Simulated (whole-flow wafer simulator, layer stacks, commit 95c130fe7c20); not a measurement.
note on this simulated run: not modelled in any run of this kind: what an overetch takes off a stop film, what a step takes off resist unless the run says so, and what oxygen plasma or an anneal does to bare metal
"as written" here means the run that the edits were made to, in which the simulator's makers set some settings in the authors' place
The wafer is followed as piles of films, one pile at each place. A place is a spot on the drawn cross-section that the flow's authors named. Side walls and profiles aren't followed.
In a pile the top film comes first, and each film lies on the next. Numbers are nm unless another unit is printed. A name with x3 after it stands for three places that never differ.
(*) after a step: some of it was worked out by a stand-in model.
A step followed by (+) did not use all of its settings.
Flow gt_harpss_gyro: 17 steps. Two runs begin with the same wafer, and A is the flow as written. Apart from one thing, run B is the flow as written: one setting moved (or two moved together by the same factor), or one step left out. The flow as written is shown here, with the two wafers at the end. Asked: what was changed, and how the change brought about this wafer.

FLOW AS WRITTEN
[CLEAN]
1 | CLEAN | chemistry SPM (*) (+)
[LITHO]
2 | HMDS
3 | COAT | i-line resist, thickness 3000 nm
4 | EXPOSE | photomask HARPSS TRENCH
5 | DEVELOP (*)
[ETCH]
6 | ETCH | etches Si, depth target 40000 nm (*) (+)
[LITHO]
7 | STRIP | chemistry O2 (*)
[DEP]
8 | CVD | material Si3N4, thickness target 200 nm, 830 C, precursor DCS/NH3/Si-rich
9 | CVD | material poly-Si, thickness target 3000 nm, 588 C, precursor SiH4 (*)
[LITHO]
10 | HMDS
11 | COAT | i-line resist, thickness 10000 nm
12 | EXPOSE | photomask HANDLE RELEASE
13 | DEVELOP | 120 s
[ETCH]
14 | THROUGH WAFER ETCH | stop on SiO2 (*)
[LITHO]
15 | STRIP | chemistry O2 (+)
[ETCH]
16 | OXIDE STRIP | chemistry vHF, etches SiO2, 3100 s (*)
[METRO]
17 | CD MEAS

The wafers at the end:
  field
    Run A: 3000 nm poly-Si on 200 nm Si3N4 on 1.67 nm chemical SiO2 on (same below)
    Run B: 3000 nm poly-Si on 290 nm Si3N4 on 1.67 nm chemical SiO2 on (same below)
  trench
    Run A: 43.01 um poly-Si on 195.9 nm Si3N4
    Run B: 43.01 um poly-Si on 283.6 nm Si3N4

What caused this: step 8, CVD: thickness target 290 nm was run, whereas the flow has thickness target 200 nm.
The wafer itself shows it: field has Si3N4 290, and step 8 as written asks for 200 nm.

Step by step, how the change led to this:
  8 | CVD | material Si3N4, thickness target 200 nm, 830 C, precursor DCS/NH3/Si-rich
      field: A +200 Si3N4 (new film) | B +290 Si3N4 (new film)
      trench: A +195.9 Si3N4 (new film) | B +283.6 Si3N4 (new film)
